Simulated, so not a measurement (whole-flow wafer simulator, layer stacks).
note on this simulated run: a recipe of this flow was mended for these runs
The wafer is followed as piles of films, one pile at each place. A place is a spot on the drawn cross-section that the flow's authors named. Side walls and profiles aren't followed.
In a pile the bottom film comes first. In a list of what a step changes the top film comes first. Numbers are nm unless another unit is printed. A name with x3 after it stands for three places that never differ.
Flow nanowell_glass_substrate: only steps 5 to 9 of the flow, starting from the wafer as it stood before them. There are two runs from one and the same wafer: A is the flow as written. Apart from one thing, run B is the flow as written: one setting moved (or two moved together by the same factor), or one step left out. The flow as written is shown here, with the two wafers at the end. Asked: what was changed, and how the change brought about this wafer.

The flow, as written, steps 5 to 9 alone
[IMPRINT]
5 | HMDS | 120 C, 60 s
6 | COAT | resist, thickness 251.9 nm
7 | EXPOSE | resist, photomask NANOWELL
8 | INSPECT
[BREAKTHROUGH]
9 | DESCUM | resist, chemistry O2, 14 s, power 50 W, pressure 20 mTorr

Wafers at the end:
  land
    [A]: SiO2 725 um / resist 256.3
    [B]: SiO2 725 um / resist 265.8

What caused this: step 9, DESCUM: 10.2 s was run, though the flow has 14 s.

How this came from the change, step by step:
  9 | DESCUM | resist, chemistry O2, 14 s, power 50 W, pressure 20 mTorr
      land: A resist loses 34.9 | B resist loses 25.4
